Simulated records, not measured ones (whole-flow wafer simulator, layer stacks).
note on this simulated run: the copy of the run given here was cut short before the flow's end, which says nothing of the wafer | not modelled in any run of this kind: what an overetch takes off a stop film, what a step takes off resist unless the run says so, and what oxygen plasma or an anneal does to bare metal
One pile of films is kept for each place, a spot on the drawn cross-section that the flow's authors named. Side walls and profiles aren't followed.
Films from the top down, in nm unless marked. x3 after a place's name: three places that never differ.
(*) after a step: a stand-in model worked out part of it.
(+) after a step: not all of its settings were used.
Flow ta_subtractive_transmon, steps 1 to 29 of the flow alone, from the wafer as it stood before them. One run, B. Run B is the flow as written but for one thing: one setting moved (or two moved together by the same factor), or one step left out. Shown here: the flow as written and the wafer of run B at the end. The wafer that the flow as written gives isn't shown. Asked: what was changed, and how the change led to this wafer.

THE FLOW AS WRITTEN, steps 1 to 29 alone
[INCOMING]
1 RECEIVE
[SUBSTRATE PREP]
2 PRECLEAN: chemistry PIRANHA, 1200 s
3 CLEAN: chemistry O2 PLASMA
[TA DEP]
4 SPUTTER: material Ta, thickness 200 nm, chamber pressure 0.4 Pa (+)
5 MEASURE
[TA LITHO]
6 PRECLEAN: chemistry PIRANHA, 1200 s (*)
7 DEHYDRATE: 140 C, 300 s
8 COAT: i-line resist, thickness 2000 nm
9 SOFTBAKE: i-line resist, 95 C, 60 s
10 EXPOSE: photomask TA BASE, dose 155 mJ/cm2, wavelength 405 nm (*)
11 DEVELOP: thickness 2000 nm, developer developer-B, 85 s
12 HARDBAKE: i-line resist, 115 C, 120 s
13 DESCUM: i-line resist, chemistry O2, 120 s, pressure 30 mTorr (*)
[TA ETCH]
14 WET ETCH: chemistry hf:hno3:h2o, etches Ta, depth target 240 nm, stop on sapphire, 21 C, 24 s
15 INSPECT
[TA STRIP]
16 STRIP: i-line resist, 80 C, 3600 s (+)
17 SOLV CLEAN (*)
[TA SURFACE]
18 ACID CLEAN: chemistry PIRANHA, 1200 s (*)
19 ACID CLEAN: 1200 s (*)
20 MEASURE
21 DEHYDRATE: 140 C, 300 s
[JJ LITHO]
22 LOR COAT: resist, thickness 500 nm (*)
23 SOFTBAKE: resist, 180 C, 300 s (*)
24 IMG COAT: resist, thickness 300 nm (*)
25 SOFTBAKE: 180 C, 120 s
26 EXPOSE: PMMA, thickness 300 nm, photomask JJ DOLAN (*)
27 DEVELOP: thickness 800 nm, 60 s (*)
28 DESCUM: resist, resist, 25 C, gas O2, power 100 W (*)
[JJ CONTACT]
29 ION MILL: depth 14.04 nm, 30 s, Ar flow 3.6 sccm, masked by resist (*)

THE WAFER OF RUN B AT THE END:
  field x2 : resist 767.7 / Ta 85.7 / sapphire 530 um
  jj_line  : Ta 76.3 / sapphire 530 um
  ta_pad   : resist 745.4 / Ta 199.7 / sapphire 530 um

The cause: step 14, WET ETCH: 11.4 s was run, where the flow has 24 s.

How the change led to this, step by step:
  14 WET ETCH: chemistry hf:hno3:h2o, etches Ta, depth target 240 nm, stop on sapphire, 21 C, 24 s
      field x2, jj_line, lead: Ta -114 (as written it would be: Ta -200 (all of it))
  22 LOR COAT: resist, thickness 500 nm (*)
      lead: resist +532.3 (new film) (as written it would be: resist +554.8 (new film))
      ta_contact: resist +466.6 (new film) (as written it would be: resist +443.8 (new film))
  24 IMG COAT: resist, thickness 300 nm (*)
      ta_pad: resist +289.1 (as written it would be: resist +281.3)
  27 DEVELOP: thickness 800 nm, 60 s (*)
      lead: resist -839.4 (all of it) (as written it would be: resist -867.4 (all of it))
      ta_contact: resist -759.6 (all of it) (as written it would be: resist -731.2 (all of it))
  29 ION MILL: depth 14.04 nm, 30 s, Ar flow 3.6 sccm, masked by resist (*)
      jj_line, lead: Ta -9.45 (as written it would be: sapphire -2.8)
Counting metal films that touch as one body, field x2 has 1 body; the flow as written gives 0 bodies.
Counting metal films that touch as one body, jj_line has 1 body; the flow as written gives 0 bodies.
